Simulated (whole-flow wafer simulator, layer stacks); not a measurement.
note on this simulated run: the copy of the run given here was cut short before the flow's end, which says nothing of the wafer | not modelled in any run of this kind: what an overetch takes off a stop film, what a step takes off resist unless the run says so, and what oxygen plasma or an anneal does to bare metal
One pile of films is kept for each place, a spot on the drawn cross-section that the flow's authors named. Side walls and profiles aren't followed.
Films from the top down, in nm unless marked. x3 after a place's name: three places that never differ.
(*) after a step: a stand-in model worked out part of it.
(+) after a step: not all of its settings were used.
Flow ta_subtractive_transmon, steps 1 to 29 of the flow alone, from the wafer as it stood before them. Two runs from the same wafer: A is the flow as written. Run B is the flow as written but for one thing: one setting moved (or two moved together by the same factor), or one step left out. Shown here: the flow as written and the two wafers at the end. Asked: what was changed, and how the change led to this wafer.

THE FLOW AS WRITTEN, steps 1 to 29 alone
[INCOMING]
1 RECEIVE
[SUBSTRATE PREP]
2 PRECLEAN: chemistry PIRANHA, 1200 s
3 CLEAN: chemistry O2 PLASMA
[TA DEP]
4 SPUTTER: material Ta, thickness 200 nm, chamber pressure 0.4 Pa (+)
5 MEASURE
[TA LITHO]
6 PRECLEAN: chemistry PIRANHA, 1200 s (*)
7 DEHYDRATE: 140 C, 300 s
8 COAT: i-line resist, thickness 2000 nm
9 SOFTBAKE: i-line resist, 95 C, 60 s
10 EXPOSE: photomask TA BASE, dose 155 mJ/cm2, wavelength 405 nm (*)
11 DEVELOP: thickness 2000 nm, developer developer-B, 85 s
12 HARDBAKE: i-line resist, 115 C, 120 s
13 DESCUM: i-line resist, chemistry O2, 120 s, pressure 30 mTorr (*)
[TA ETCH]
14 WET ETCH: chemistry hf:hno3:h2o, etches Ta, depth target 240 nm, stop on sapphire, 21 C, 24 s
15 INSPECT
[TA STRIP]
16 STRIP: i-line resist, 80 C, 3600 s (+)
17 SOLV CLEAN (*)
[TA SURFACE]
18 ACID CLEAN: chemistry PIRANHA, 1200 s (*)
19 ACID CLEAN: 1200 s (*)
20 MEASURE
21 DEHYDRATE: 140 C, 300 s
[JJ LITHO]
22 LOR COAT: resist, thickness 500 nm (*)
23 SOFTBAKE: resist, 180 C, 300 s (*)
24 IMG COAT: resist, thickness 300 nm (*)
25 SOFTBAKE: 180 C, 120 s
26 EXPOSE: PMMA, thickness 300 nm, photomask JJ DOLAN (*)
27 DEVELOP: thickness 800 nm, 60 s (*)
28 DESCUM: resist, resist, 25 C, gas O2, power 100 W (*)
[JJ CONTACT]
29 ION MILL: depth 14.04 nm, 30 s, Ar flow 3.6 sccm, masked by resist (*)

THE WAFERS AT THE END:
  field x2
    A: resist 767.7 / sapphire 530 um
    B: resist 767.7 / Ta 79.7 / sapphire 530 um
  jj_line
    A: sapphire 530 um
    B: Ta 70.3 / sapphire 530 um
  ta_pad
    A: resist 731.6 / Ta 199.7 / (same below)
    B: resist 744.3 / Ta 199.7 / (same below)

The cause: step 14, WET ETCH: depth target 120 nm was run, where the flow has depth target 240 nm; step 14, WET ETCH: 12 s was run, where the flow has 24 s.

How the change led to this, step by step:
  14 WET ETCH: chemistry hf:hno3:h2o, etches Ta, depth target 240 nm, stop on sapphire, 21 C, 24 s
      field x2, jj_line, lead: A Ta -200 (all of it) | B Ta -120
  22 LOR COAT: resist, thickness 500 nm (*)
      lead: A resist +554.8 (new film) | B resist +533.9 (new film)
      ta_contact: A resist +443.8 (new film) | B resist +465 (new film)
  24 IMG COAT: resist, thickness 300 nm (*)
      ta_pad: A resist +281.3 | B resist +288.6
  27 DEVELOP: thickness 800 nm, 60 s (*)
      lead: A resist -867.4 (all of it) | B resist -841.4 (all of it)
      ta_contact: A resist -731.2 (all of it) | B resist -757.6 (all of it)
  29 ION MILL: depth 14.04 nm, 30 s, Ar flow 3.6 sccm, masked by resist (*)
      jj_line, lead: A sapphire -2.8 | B Ta -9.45
Counting metal films that touch as one body, field x2 has 1 body; the flow as written gives 0 bodies.
Counting metal films that touch as one body, jj_line has 1 body; the flow as written gives 0 bodies.
